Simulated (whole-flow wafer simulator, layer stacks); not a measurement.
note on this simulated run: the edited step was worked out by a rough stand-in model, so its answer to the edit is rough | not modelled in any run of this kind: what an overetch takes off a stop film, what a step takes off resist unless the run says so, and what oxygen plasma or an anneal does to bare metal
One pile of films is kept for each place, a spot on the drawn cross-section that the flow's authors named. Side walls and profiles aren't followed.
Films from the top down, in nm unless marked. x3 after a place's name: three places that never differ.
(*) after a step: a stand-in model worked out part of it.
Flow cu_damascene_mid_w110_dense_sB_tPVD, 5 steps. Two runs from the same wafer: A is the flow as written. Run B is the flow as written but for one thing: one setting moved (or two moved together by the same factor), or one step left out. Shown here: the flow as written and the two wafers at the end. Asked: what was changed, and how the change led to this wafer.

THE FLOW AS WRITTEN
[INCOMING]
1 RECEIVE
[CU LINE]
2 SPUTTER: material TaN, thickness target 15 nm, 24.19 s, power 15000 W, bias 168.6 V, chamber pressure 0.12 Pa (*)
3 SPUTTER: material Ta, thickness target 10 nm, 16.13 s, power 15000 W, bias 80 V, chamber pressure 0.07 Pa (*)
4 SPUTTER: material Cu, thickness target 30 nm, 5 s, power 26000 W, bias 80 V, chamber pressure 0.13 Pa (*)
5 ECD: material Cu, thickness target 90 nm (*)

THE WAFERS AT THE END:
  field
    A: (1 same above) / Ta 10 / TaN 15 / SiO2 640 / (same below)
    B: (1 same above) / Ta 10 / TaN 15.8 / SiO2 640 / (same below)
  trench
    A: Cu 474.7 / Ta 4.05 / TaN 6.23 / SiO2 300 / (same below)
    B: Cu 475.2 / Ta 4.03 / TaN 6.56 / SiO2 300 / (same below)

The cause: step 2, SPUTTER: thickness target 15.8 nm was run, where the flow has thickness target 15 nm; step 2, SPUTTER: 25.4 s was run, where the flow has 24.19 s.
It can be read off the wafer: field has TaN 15.8, and step 2 as written asks for 15 nm.

How the change led to this, step by step:
  2 SPUTTER: material TaN, thickness target 15 nm, 24.19 s, power 15000 W, bias 168.6 V, chamber pressure 0.12 Pa (*)
      field: A TaN +15 (new film) | B TaN +15.8 (new film)
